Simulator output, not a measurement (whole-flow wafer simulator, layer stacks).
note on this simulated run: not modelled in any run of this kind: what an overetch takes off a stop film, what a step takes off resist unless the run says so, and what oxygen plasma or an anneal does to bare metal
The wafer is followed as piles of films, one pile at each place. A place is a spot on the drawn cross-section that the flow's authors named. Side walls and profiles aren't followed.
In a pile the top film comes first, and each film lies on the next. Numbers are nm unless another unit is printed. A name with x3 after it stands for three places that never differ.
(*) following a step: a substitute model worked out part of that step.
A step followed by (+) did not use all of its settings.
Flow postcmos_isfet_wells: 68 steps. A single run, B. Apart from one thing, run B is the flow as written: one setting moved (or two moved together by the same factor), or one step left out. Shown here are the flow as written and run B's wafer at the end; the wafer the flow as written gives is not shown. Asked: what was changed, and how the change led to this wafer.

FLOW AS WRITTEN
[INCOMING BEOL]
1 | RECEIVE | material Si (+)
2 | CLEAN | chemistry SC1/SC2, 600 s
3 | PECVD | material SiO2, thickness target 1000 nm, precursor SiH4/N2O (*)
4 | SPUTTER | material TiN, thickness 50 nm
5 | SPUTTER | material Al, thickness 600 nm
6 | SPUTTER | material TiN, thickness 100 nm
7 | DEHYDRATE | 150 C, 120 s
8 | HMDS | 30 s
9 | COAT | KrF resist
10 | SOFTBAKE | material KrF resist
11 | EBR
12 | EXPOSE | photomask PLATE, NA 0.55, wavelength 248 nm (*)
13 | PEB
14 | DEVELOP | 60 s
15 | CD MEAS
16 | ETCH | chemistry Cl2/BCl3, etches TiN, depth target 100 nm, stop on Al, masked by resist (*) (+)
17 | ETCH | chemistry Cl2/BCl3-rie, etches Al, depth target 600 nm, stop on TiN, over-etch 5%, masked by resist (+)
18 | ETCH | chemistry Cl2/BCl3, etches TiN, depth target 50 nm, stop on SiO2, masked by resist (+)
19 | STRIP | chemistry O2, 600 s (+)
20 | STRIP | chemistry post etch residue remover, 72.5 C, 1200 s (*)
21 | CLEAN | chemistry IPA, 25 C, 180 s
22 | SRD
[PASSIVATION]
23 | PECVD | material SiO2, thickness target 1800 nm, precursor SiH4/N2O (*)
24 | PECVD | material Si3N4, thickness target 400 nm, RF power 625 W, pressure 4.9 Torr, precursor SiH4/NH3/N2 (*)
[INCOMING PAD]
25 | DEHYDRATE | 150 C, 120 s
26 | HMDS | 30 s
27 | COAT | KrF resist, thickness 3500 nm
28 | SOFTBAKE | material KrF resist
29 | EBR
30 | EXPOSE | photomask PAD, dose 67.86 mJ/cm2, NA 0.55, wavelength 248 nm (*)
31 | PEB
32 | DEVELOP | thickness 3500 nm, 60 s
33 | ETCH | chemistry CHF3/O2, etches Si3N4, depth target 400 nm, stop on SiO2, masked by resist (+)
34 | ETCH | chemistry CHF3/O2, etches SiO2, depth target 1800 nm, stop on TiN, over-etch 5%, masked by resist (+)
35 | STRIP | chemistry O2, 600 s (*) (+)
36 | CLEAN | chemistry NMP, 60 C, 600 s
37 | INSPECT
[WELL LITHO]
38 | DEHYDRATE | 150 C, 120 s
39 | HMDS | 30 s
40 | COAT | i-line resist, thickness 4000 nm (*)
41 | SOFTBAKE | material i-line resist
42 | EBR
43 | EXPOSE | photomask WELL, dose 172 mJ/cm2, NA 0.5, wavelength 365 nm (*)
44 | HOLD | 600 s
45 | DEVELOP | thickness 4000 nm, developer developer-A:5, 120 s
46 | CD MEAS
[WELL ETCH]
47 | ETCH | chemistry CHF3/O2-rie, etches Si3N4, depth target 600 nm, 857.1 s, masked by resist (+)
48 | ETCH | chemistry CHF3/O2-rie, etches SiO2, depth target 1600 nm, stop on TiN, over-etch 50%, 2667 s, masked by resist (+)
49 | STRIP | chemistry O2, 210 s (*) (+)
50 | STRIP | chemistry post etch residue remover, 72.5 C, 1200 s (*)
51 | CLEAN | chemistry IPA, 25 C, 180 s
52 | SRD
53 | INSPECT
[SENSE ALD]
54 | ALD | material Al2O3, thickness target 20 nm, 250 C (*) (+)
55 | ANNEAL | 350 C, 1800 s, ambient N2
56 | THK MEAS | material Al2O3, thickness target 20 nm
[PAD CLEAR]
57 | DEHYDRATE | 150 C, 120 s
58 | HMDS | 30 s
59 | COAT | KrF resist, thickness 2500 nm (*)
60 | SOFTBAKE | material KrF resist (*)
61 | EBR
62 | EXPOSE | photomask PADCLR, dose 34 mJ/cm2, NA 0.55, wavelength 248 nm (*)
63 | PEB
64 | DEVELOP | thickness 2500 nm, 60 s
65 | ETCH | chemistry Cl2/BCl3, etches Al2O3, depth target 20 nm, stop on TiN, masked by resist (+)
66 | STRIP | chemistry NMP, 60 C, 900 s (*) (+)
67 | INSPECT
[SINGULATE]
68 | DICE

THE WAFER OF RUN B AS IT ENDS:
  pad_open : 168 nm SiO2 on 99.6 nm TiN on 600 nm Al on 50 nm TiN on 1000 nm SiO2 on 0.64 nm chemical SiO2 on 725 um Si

What caused this: step 33, ETCH: depth target 240 nm was run, while the flow as written has depth target 400 nm.

How this came from the change, step by step:
  33 | ETCH | chemistry CHF3/O2, etches Si3N4, depth target 400 nm, stop on SiO2, masked by resist (+)
      pad_open: Si3N4 loses 240 (in the flow as written it would be: Si3N4 loses 400 (all of it))
      field, margin, well900, well1300 x3, pad_rim, pad_clr: KrF resist loses 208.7 (in the flow as written it would be: KrF resist loses 347.8)
  34 | ETCH | chemistry CHF3/O2, etches SiO2, depth target 1800 nm, stop on TiN, over-etch 5%, masked by resist (+)
      pad_open: Si3N4 loses 160 (all of it), SiO2 loses 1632 (in the flow as written it would be: SiO2 loses 1800 (all of it))
  35 | STRIP | chemistry O2, 600 s (*) (+)
      field, margin, well900, well1300 x3, pad_rim, pad_clr: KrF resist loses 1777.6 (all of it) (in the flow as written it would be: KrF resist loses 1638.4 (all of it))
  41 | SOFTBAKE | material i-line resist
      pad_clr: i-line resist loses 140 (in the flow as written it would be: i-line resist loses 156.7)
      pad_open: i-line resist gains 107.9 (in the flow as written it would be: i-line resist gains 115.3)
  49 | STRIP | chemistry O2, 210 s (*) (+)
      pad_clr: i-line resist loses 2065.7 (all of it) (in the flow as written it would be: i-line resist loses 1996.5 (all of it))
  59 | COAT | KrF resist, thickness 2500 nm (*)
      pad_clr: KrF resist gains 1748 (new film) (in the flow as written it would be: KrF resist gains 1691.6 (new film))
  60 | SOFTBAKE | material KrF resist (*)
      pad_clr: KrF resist loses 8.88 (in the flow as written it would be: KrF resist loses 9.57)
  64 | DEVELOP | thickness 2500 nm, 60 s
      pad_clr: KrF resist loses 1739.2 (all of it) (in the flow as written it would be: KrF resist loses 1682 (all of it))
